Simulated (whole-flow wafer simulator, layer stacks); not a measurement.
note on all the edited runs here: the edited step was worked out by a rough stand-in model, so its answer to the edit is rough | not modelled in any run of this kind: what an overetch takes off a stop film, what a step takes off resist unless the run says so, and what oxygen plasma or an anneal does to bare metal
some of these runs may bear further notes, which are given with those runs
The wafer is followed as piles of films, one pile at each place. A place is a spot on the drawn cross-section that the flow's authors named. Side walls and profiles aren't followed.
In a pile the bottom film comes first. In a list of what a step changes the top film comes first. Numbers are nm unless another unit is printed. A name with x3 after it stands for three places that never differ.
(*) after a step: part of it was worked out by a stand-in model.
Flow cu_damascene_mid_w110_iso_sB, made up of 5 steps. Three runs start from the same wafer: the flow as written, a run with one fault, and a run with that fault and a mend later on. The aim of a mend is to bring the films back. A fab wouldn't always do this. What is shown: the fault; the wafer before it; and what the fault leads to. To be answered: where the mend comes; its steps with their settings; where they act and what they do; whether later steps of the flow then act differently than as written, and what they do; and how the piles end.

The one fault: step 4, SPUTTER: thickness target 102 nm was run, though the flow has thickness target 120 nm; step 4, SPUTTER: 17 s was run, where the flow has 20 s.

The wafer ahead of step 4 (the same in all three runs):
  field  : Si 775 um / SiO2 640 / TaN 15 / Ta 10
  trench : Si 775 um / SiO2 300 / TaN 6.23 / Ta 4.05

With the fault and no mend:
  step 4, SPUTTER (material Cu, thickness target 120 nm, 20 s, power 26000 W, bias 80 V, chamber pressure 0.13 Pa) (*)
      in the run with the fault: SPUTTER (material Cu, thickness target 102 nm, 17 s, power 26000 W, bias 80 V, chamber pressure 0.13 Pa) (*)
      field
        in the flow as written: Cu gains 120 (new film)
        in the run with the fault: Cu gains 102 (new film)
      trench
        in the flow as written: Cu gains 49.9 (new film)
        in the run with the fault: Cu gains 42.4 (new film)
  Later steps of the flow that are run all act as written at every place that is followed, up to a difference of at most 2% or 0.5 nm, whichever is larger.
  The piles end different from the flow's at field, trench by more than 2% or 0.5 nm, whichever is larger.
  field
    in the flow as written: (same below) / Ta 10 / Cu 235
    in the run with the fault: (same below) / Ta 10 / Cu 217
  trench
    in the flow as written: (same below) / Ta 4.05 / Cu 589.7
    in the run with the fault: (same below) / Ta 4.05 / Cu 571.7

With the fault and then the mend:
  The mend stands after step 4.
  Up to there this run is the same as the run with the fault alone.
  step 4a, SPUTTER (material Cu, thickness target 18 nm, 3 s, power 26000 W, bias 80 V, chamber pressure 0.13 Pa) (*) (a further turn of the flow's step 4, with different settings)
      field
        Cu gains 18
      trench
        Cu gains 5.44
  Later steps of the flow that are run all act as written at every place that is followed, up to a difference of at most 2% or 0.5 nm, whichever is larger.
  The piles end the same as the flow's at every place that both follow.
